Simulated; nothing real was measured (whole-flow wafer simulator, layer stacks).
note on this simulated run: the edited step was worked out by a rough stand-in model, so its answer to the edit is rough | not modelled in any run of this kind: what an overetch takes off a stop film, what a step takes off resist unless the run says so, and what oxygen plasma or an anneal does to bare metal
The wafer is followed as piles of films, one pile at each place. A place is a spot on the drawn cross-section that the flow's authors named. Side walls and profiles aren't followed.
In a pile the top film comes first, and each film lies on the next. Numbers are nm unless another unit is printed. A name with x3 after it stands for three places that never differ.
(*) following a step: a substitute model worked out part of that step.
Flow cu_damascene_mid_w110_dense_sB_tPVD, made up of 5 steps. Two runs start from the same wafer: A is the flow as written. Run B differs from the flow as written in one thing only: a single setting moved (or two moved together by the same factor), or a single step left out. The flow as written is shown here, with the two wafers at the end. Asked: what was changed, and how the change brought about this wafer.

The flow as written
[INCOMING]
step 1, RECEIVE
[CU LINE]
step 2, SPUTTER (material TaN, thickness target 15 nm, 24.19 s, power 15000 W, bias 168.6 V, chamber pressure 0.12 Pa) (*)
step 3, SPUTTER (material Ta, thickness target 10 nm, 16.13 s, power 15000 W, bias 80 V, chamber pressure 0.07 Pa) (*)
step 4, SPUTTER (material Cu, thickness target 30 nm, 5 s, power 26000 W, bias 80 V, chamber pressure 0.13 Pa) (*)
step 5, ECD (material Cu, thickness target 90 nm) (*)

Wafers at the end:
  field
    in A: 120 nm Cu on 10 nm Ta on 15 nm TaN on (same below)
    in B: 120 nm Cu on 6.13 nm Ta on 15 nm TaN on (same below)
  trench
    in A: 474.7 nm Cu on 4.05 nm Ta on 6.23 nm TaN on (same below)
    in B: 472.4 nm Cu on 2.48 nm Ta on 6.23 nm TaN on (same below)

The reason: step 3, SPUTTER: 9.88 s was run, while the flow as written has 16.13 s.

Step by step, how the change led to this:
  step 3, SPUTTER (material Ta, thickness target 10 nm, 16.13 s, power 15000 W, bias 80 V, chamber pressure 0.07 Pa) (*)
      field: A Ta gains 10 (new film) | B Ta gains 6.13 (new film)
      trench: A Ta gains 4.05 (new film) | B Ta gains 2.48 (new film)
